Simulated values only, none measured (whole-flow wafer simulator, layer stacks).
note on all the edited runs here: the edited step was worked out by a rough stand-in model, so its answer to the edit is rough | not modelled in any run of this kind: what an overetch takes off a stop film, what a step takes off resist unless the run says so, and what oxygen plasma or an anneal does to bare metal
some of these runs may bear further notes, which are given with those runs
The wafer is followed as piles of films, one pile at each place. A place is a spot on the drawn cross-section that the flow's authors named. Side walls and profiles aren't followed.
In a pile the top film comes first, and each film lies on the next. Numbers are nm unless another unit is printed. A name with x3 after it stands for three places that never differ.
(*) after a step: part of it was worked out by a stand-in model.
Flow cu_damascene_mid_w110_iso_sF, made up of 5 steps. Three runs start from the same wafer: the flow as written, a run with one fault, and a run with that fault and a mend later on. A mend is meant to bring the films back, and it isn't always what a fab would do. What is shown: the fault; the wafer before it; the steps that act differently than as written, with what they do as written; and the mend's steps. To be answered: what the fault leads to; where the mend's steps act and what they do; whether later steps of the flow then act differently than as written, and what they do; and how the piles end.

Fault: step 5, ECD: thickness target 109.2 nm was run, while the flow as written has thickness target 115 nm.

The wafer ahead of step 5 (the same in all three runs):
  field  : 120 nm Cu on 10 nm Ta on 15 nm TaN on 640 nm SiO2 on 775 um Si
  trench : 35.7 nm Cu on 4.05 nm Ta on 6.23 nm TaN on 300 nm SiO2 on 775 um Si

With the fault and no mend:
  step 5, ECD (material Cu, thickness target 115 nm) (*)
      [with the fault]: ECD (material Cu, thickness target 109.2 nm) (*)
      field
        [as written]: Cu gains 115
        [with the fault]: Cu gains 109.2
  Every later step of the flow that is run acts as written at every place that is followed.
  The piles end different from the flow's at field by more than 2% or 0.5 nm, whichever is larger.
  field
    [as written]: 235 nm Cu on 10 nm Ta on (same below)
    [with the fault]: 229.2 nm Cu on 10 nm Ta on (same below)

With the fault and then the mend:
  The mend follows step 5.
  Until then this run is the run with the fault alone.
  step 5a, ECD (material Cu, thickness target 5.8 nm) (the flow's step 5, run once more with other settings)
      field, trench
        Cu gains 5.8
  Every later step of the flow that is run acts as written at every place that is followed.
  The piles end the same as the flow's at every place that both follow.
